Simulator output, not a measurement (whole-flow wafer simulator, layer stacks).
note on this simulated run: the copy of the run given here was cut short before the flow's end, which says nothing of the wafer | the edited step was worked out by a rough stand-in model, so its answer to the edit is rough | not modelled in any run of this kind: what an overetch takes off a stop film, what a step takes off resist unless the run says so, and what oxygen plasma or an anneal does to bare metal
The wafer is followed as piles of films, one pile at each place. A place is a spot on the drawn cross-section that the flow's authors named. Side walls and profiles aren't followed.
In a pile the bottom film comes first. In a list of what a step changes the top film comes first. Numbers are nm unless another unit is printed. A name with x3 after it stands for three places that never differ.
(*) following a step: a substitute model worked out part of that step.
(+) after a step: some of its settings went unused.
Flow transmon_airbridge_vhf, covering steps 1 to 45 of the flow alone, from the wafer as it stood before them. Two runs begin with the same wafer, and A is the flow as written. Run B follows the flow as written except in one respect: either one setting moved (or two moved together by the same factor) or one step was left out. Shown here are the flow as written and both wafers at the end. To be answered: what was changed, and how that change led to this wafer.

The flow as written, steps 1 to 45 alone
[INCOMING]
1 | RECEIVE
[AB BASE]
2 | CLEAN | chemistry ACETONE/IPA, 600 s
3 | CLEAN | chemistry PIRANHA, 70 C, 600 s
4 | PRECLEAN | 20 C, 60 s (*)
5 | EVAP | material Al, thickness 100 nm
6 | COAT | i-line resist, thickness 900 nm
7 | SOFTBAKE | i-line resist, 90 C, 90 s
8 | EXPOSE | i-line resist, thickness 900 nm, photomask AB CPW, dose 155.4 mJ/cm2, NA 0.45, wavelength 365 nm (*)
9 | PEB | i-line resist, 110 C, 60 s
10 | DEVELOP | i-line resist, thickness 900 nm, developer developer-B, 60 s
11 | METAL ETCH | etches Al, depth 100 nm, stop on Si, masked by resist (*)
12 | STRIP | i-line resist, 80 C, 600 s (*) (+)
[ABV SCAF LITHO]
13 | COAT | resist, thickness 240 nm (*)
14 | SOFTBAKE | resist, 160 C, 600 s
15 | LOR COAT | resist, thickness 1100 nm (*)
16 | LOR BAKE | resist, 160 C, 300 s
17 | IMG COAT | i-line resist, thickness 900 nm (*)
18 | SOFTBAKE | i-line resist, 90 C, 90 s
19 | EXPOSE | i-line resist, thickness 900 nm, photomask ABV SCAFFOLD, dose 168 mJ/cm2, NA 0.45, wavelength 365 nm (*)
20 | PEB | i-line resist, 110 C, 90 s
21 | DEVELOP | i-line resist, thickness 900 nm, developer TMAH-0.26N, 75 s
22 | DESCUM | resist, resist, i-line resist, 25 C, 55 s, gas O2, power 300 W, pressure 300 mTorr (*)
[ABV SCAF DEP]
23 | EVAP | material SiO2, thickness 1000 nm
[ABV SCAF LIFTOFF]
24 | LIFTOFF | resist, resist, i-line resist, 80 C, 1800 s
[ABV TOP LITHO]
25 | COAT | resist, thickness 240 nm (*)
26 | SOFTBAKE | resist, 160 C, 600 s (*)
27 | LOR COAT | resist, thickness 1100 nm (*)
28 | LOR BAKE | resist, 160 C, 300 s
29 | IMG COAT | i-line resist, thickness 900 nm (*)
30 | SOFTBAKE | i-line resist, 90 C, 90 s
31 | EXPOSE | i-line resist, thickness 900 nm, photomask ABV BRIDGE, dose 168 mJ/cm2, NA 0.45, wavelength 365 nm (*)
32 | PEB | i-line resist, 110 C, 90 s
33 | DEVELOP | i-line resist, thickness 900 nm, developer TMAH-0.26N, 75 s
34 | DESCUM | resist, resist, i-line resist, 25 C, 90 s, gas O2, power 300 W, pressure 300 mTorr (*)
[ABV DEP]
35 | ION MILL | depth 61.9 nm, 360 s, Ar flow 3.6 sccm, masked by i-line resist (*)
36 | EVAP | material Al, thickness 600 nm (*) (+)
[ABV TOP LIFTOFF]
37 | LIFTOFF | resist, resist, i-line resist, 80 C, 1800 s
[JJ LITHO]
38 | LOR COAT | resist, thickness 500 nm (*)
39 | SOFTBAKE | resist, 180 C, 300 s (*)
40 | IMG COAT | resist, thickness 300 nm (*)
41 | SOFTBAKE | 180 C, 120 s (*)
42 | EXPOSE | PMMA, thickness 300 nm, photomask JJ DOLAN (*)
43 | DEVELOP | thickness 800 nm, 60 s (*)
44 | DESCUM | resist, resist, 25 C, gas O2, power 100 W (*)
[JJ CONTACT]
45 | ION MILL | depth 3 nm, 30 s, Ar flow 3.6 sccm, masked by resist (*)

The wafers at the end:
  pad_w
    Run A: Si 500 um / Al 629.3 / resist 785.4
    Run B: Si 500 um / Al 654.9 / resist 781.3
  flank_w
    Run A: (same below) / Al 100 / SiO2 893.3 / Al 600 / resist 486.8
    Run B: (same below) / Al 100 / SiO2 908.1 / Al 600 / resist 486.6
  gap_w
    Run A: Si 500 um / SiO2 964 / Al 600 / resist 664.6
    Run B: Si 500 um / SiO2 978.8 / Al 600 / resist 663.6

The reason: step 35, ION MILL: depth 36.5 nm was run, though the flow has depth 61.9 nm; step 35, ION MILL: 212 s was run, where the flow has 360 s.

How this came from the change, step by step:
  35 | ION MILL | depth 61.9 nm, 360 s, Ar flow 3.6 sccm, masked by i-line resist (*)
      field x3, jj_line, ground_far, trace_open_s x2, margin_s, margin_n: A i-line resist loses 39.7 | B i-line resist loses 23.4
      flank_w, gap_w, cpw_trace, gap_e, flank_e, bridge_strip: A SiO2 loses 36 | B SiO2 loses 21.2
      (also at 2 further places)
  37 | LIFTOFF | resist, resist, i-line resist, 80 C, 1800 s
      field x3, jj_line, trace_open_s x2: A Al loses 600 (all of it), i-line resist loses 600 (all of it), resist loses 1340 (all of it) | B Al loses 600 (all of it), i-line resist loses 616.3 (all of it), resist loses 1340 (all of it)
      margin_s, margin_n: A Al loses 600 (all of it), i-line resist loses 318.3 (all of it), resist loses 992 (all of it) | B Al loses 600 (all of it), i-line resist loses 334.6 (all of it), resist loses 992 (all of it)
      (also at 1 further place)
